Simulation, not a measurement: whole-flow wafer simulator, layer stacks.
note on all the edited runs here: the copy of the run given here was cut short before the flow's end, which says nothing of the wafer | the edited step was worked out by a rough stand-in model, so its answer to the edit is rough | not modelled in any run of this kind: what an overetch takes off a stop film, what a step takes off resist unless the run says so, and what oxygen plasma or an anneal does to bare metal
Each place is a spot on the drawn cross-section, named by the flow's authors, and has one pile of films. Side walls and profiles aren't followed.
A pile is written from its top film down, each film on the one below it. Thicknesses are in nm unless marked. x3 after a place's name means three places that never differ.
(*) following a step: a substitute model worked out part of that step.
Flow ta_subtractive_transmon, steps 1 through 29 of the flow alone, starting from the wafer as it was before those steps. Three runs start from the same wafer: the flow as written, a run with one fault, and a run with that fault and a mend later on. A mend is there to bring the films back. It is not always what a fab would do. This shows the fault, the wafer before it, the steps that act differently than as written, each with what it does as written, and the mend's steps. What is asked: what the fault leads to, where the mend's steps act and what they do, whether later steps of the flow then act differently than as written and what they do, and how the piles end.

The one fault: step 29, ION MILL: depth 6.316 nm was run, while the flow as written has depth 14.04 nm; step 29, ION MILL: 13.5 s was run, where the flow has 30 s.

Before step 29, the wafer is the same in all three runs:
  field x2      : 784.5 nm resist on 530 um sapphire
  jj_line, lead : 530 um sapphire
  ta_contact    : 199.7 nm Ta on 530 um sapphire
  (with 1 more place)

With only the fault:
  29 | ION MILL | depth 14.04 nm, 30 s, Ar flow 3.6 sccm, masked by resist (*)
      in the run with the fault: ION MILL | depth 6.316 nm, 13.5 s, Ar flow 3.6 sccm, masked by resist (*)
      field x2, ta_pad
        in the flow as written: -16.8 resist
        in the run with the fault: -7.55 resist
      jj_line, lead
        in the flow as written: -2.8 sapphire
        in the run with the fault: -1.26 sapphire
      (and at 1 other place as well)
  Later steps of the flow that are run all act as written at every place that is followed.
  The piles end different from the flow's at ta_contact by more than 2% or 0.5 nm, whichever is larger.
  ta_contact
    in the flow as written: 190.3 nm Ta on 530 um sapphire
    in the run with the fault: 195.5 nm Ta on 530 um sapphire

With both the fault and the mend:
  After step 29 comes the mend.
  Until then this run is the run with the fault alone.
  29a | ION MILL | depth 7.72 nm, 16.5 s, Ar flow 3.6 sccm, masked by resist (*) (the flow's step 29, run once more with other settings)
      field x2, ta_pad
        -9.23 resist
      jj_line, lead
        -1.54 sapphire
      ta_contact
        -5.2 Ta
  Later steps of the flow that are run all act as written at every place that is followed.
  The piles end the same as the flow's at every place that both follow.
